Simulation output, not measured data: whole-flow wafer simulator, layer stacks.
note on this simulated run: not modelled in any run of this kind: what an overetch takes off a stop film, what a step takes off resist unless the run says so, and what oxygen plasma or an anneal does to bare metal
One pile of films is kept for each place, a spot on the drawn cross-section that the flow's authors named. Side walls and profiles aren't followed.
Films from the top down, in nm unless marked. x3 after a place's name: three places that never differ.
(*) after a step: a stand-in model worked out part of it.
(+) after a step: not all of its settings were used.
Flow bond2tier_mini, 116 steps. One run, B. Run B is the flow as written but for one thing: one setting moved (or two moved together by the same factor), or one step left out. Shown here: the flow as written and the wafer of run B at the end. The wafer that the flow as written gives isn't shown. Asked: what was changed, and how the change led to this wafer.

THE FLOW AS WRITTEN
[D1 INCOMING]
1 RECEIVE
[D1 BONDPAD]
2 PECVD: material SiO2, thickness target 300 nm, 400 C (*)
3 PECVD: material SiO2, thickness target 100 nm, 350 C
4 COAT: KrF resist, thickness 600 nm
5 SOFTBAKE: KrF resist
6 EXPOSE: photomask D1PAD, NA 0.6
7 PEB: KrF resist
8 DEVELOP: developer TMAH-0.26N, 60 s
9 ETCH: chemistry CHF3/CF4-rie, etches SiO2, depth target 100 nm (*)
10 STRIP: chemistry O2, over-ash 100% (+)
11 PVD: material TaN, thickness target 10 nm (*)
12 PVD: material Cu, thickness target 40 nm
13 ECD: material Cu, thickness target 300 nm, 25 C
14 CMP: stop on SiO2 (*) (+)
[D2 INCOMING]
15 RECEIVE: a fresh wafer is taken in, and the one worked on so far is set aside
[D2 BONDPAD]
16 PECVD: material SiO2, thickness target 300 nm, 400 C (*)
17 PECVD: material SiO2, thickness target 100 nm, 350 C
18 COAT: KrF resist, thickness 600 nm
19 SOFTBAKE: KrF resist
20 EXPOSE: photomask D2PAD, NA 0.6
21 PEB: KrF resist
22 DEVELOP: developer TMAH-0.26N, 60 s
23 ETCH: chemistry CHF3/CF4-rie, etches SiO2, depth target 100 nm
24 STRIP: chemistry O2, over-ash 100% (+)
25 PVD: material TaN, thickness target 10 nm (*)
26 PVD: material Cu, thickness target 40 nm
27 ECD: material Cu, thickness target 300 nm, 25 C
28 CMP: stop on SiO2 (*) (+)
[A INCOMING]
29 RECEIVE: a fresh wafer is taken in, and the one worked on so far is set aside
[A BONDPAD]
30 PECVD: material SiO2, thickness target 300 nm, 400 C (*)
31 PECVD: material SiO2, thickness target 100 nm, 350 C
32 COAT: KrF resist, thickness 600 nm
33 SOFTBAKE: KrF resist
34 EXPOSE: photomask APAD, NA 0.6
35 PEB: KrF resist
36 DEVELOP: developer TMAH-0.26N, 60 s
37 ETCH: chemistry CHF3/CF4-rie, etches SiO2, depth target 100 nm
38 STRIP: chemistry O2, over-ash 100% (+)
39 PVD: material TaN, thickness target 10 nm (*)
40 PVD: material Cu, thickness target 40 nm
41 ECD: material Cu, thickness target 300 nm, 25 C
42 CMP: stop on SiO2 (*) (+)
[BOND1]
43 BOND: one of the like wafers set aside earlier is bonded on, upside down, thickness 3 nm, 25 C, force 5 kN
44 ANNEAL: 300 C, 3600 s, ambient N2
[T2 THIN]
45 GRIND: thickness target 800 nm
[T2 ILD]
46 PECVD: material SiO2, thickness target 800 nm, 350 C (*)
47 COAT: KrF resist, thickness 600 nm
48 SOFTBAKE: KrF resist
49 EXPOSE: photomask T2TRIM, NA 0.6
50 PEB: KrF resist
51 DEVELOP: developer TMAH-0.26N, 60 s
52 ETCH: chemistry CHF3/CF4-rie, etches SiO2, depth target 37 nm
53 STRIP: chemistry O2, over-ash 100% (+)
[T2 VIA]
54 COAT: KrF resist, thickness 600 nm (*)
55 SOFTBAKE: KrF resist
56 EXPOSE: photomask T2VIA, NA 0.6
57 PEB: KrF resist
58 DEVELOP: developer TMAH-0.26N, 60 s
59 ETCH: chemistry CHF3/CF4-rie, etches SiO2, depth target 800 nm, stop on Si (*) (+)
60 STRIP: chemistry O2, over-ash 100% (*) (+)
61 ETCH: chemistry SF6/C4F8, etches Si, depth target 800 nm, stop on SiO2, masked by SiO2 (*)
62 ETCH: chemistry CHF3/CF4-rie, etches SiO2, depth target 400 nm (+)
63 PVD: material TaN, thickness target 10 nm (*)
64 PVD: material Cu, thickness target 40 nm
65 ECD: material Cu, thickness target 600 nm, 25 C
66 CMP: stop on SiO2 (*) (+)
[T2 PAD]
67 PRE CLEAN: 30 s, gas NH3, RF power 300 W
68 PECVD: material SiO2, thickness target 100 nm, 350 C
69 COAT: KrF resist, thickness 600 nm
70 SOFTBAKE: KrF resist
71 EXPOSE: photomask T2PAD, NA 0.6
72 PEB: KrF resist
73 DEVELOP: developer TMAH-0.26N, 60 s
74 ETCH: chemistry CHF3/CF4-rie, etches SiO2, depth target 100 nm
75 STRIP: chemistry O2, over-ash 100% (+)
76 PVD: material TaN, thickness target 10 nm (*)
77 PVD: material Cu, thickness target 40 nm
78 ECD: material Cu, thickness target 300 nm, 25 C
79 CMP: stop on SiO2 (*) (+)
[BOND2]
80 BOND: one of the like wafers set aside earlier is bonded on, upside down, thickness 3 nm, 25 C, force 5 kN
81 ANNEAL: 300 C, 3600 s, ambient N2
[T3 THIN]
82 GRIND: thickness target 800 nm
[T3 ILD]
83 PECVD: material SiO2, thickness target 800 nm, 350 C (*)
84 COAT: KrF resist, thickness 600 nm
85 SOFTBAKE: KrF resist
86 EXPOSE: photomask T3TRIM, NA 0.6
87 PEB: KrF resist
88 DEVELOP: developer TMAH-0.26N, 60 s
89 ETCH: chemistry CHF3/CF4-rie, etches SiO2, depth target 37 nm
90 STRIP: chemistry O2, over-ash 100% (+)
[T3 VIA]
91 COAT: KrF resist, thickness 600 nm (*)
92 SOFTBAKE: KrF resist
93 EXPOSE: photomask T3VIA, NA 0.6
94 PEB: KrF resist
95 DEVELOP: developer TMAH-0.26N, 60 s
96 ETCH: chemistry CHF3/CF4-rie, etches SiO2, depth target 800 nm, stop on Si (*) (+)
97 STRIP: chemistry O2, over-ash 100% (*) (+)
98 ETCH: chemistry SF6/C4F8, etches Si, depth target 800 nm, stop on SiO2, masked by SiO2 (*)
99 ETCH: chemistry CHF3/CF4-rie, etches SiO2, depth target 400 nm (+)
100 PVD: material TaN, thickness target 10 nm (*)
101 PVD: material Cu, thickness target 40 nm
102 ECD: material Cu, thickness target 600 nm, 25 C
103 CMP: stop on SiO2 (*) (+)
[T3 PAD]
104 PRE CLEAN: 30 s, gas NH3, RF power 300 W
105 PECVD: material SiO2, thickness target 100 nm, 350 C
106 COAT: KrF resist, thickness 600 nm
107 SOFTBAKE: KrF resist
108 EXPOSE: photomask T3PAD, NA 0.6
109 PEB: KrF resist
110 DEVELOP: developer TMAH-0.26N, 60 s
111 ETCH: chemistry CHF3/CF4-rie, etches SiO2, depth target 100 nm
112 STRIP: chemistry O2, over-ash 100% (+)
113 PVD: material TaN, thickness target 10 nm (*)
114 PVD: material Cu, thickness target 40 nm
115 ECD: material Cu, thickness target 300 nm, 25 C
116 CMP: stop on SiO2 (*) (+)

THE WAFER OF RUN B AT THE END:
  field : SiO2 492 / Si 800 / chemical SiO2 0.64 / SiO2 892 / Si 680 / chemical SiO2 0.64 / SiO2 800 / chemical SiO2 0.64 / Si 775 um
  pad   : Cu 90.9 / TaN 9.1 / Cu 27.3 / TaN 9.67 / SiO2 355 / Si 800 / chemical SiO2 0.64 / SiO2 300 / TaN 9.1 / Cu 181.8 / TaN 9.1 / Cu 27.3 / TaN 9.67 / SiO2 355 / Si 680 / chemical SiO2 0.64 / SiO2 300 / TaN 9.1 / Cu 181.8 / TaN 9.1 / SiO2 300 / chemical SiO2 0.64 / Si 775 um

The cause: step 45, GRIND: thickness target 680 nm was run, where the flow has thickness target 800 nm.
It can be read off the wafer: field has Si 680, and step 45 as written asks for 800 nm.

How the change led to this, step by step:
  45 GRIND: thickness target 800 nm
      field, pad, via: Si -774.32 um (as written it would be: Si -774.2 um)
